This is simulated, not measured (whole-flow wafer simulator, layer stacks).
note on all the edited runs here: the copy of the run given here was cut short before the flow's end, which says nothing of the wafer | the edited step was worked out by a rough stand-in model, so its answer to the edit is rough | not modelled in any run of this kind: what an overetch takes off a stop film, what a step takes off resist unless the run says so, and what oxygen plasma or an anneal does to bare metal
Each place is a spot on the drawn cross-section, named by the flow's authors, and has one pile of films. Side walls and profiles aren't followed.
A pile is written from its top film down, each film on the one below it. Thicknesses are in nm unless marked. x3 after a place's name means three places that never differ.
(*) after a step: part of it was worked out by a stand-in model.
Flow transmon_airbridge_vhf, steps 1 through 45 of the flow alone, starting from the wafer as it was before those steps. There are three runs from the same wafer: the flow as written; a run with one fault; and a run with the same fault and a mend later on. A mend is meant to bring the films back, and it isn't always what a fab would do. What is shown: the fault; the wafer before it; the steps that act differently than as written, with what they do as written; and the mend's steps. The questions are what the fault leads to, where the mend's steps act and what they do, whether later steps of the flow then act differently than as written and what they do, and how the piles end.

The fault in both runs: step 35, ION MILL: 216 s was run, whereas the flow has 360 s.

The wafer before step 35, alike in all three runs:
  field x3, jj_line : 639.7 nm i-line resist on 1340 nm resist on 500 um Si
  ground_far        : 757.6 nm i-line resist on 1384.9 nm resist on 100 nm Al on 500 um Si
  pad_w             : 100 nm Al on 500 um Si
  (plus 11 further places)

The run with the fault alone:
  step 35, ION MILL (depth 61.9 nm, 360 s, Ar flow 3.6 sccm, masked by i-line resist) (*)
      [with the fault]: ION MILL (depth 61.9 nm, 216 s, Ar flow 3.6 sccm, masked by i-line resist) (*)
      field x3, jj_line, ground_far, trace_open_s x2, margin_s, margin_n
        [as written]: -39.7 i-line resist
        [with the fault]: -23.8 i-line resist
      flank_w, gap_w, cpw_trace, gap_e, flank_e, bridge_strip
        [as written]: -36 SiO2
        [with the fault]: -21.6 SiO2
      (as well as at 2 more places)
  Steps later in the flow that act otherwise than as written (3 other steps are not shown; they differ only slightly, by no more than 2% or 0.5 nm, whichever is larger):
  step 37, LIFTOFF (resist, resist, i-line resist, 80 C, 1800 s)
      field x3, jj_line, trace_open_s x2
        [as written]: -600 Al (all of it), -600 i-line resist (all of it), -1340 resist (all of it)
        [with the fault]: -600 Al (all of it), -615.9 i-line resist (all of it), -1340 resist (all of it)
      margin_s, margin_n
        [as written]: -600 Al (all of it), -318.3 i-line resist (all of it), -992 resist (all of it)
        [with the fault]: -600 Al (all of it), -334.2 i-line resist (all of it), -992 resist (all of it)
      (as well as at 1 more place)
  By the end, the piles at pad_w, pad_e depart from the flow's by more than 2% or 0.5 nm, whichever is larger.
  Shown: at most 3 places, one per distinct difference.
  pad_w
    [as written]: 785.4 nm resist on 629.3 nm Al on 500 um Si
    [with the fault]: 781.4 nm resist on 654.2 nm Al on 500 um Si

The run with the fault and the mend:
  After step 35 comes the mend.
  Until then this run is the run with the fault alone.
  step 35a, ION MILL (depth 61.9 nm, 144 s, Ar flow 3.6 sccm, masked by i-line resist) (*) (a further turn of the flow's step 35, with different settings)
      field x3, jj_line, ground_far, trace_open_s x2, margin_s, margin_n
        -15.9 i-line resist
      flank_w, gap_w, cpw_trace, gap_e, flank_e, bridge_strip
        -14.4 SiO2
      pad_w, pad_e
        -24.8 Al
  Every later step of the flow that is run acts as written at every place that is followed.
  By the end, the piles equal the flow's at every place that both follow.
